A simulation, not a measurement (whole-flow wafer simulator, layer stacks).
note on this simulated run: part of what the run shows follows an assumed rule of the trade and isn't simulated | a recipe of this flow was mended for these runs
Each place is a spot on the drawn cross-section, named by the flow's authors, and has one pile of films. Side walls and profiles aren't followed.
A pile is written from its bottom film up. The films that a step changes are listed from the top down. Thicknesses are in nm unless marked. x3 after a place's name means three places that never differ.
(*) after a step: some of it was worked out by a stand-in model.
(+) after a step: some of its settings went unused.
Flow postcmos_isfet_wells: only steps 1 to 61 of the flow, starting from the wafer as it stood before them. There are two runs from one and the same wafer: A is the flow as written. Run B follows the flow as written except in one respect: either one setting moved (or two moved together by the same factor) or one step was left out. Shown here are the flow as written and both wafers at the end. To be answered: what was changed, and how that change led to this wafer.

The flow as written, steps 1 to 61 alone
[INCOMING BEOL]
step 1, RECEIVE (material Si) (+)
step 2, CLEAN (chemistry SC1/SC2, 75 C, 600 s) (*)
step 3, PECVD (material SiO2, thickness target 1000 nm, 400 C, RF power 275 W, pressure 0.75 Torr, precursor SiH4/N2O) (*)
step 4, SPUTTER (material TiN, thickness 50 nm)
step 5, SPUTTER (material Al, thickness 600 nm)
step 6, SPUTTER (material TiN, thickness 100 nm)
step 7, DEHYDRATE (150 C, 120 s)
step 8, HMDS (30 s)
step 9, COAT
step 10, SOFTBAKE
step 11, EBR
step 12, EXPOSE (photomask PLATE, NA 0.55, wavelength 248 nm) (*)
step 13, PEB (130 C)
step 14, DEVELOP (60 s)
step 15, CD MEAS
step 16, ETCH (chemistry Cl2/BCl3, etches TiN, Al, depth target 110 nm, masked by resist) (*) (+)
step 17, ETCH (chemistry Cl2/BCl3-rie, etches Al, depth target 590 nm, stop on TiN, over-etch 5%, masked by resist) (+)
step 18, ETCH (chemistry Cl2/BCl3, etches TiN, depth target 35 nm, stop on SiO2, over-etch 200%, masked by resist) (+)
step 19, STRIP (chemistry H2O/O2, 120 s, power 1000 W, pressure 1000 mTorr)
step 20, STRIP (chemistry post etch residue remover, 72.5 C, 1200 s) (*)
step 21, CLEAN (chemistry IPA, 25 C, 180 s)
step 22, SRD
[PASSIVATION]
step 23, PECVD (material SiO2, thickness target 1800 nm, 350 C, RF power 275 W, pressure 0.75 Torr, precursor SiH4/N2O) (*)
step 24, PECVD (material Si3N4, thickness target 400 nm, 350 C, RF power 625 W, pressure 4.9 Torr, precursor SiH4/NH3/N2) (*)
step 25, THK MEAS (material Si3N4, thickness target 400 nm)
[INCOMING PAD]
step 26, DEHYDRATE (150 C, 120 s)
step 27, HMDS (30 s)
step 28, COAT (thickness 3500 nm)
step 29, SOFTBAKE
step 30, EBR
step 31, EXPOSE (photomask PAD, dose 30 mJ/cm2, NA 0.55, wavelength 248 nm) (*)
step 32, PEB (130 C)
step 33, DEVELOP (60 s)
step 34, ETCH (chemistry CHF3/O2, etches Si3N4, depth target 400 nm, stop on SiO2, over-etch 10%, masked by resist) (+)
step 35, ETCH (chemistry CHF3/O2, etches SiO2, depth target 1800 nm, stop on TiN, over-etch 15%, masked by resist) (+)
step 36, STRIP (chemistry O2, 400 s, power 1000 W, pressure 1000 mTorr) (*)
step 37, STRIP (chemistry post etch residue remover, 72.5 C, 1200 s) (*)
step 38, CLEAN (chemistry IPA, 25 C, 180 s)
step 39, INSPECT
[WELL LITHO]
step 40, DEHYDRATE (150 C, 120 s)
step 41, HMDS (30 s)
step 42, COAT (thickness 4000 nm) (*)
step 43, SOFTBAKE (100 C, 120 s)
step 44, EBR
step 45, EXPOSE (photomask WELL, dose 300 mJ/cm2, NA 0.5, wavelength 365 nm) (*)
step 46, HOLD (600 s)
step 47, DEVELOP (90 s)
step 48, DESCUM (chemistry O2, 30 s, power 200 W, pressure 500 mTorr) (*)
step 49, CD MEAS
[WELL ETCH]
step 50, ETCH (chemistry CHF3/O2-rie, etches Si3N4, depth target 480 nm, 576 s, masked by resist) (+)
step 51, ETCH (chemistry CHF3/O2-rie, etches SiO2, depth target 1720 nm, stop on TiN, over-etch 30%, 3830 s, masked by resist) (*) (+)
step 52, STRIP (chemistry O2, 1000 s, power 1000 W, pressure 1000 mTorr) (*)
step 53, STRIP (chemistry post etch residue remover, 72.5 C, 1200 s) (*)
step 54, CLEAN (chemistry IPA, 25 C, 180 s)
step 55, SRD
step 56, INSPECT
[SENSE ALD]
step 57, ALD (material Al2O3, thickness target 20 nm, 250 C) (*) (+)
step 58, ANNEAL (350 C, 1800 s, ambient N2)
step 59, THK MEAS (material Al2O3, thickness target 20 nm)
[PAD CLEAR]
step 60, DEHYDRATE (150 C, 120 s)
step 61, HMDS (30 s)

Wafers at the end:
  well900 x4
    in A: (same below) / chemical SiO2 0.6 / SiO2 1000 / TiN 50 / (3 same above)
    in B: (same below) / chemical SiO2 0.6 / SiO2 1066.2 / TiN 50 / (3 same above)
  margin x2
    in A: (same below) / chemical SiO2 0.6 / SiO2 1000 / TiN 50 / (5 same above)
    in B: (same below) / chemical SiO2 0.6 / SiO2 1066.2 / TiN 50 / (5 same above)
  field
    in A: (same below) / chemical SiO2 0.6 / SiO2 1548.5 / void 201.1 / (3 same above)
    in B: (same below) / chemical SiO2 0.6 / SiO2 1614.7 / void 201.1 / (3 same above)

The reason: step 3, PECVD: RF power 316 W was run, while the flow as written has RF power 275 W.

The path from the change to this, step by step:
  step 3, PECVD (material SiO2, thickness target 1000 nm, 400 C, RF power 275 W, pressure 0.75 Torr, precursor SiH4/N2O) (*)
      field, margin x2, well900 x4, pad_clr, pad_open: A SiO2 gains 1000 (new film) | B SiO2 gains 1066.2 (new film)
